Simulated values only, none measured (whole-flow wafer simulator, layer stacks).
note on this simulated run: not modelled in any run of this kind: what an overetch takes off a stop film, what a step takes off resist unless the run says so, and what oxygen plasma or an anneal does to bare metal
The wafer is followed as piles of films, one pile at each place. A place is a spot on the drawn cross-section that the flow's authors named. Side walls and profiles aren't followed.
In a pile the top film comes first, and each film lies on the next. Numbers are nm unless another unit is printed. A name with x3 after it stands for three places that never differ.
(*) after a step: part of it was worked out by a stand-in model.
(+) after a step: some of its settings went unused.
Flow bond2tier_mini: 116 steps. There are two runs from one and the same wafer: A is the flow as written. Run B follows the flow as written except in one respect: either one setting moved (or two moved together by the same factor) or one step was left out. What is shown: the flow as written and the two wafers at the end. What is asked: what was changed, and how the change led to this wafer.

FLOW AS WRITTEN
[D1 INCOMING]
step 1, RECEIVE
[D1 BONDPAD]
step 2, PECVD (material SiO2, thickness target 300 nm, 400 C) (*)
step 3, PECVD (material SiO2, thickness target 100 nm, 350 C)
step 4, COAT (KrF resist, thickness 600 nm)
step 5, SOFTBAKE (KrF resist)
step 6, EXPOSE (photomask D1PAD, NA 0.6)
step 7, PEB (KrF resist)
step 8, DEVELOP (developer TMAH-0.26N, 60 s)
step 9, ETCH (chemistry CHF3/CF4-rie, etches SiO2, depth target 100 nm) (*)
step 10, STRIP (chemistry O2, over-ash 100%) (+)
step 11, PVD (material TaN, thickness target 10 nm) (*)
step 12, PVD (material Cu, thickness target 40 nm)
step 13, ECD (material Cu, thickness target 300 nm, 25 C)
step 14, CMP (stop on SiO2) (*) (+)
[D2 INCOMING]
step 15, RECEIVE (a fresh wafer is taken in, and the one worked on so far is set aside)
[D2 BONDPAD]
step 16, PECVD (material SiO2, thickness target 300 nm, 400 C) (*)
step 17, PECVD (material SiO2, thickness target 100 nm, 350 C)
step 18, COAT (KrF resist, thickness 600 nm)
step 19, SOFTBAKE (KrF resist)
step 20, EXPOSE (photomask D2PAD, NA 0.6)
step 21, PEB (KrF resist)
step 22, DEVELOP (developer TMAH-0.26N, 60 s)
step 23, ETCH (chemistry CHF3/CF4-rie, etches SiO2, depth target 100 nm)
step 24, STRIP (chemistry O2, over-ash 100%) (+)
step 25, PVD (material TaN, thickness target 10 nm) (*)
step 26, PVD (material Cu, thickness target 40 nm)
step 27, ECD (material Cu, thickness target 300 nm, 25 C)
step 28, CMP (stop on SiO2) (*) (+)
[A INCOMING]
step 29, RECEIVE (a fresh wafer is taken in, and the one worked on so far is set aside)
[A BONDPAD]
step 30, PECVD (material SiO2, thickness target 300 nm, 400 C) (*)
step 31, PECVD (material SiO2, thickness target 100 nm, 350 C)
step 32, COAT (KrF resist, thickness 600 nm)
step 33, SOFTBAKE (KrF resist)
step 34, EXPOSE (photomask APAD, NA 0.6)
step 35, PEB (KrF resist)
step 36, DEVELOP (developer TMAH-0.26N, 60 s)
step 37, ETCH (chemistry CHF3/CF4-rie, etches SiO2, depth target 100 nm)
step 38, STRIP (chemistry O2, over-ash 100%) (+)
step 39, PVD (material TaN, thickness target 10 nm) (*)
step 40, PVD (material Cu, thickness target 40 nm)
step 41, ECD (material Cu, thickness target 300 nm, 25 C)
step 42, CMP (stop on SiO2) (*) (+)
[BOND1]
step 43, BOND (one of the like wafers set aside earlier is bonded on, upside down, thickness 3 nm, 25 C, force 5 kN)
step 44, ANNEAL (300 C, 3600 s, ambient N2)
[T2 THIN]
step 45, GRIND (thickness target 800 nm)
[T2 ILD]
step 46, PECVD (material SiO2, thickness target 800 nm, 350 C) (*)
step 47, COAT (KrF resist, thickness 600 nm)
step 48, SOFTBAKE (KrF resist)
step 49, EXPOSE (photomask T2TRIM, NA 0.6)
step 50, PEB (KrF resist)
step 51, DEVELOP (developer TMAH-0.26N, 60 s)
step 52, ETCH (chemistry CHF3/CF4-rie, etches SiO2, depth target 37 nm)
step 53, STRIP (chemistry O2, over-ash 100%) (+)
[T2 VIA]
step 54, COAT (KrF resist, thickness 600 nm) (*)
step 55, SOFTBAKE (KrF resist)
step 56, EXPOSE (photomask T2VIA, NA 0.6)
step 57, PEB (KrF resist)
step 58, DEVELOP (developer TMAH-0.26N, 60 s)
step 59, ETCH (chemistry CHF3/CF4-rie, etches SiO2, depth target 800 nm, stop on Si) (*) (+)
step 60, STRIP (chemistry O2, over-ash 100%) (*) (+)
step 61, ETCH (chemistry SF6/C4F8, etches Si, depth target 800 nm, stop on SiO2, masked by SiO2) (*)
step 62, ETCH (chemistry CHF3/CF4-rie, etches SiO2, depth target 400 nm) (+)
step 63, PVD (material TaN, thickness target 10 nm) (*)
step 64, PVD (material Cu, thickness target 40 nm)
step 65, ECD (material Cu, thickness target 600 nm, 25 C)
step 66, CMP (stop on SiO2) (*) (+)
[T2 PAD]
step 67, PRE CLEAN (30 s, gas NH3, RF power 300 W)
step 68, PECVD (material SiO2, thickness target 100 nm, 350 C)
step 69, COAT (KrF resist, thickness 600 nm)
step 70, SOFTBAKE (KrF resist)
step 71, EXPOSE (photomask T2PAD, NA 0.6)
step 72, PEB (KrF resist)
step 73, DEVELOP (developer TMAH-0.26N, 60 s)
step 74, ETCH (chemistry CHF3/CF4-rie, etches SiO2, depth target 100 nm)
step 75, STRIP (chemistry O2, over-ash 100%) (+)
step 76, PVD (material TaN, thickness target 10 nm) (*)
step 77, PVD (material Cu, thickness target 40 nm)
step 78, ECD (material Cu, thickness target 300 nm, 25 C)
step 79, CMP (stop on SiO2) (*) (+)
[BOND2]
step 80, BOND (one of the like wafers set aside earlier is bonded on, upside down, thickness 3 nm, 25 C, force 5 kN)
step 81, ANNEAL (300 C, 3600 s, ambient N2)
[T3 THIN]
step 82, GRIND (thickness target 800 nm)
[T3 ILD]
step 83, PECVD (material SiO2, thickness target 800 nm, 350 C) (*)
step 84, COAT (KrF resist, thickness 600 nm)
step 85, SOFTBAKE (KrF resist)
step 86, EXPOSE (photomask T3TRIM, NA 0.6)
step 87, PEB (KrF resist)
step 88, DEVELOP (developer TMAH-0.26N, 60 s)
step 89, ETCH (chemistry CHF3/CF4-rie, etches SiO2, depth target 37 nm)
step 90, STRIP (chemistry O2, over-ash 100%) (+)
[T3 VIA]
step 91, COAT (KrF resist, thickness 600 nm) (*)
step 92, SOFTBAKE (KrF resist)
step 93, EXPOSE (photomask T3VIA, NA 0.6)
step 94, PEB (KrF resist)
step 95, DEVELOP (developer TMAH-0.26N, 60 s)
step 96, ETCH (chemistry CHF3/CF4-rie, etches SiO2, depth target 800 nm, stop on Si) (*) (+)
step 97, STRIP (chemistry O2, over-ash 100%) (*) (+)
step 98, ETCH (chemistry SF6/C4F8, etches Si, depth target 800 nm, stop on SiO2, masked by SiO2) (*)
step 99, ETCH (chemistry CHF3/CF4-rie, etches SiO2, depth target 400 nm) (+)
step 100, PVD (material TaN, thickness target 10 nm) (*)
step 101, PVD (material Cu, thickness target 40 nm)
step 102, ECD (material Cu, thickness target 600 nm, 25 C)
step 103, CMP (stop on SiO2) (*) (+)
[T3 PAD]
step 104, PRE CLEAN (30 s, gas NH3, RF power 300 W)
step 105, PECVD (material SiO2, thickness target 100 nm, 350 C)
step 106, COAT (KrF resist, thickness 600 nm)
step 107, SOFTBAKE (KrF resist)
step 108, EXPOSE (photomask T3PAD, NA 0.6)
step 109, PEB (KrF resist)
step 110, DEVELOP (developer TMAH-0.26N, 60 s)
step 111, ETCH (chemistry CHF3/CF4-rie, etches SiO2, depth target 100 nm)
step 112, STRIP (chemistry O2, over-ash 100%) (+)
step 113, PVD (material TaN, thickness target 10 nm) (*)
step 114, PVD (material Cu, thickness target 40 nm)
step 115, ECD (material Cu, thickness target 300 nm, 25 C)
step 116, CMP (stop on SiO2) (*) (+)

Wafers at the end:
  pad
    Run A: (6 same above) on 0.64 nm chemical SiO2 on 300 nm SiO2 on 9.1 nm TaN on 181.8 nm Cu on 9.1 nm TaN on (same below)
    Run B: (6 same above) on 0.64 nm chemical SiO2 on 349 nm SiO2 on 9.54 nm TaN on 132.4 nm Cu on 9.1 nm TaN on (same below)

What caused this: step 23, ETCH: depth target 51 nm was run, whereas the flow has depth target 100 nm.

How this came from the change, step by step:
  step 23, ETCH (chemistry CHF3/CF4-rie, etches SiO2, depth target 100 nm)
      pad, via: A SiO2 loses 100 | B SiO2 loses 51
      field: A KrF resist loses 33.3 | B KrF resist loses 17
  step 24, STRIP (chemistry O2, over-ash 100%) (+)
      field: A KrF resist loses 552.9 (all of it) | B KrF resist loses 569.3 (all of it)
  step 26, PVD (material Cu, thickness target 40 nm)
      pad: A Cu gains 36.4 (new film) | B Cu gains 38.1 (new film)
  step 27, ECD (material Cu, thickness target 300 nm, 25 C)
      pad: A Cu gains 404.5 | B Cu gains 353.3
      via: A Cu gains 400.2 | B Cu gains 351
  step 80, BOND (one of the like wafers set aside earlier is bonded on, upside down, thickness 3 nm, 25 C, force 5 kN)
      pad: A Si gains 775 um (new film), chemical SiO2 gains 0.64 (new film), SiO2 gains 300 (new film), TaN gains 9.1 (new film), Cu gains 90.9 | B Si gains 775 um (new film), chemical SiO2 gains 0.64 (new film), SiO2 gains 349 (new film), TaN gains 9.54 (new film), Cu gains 41.5
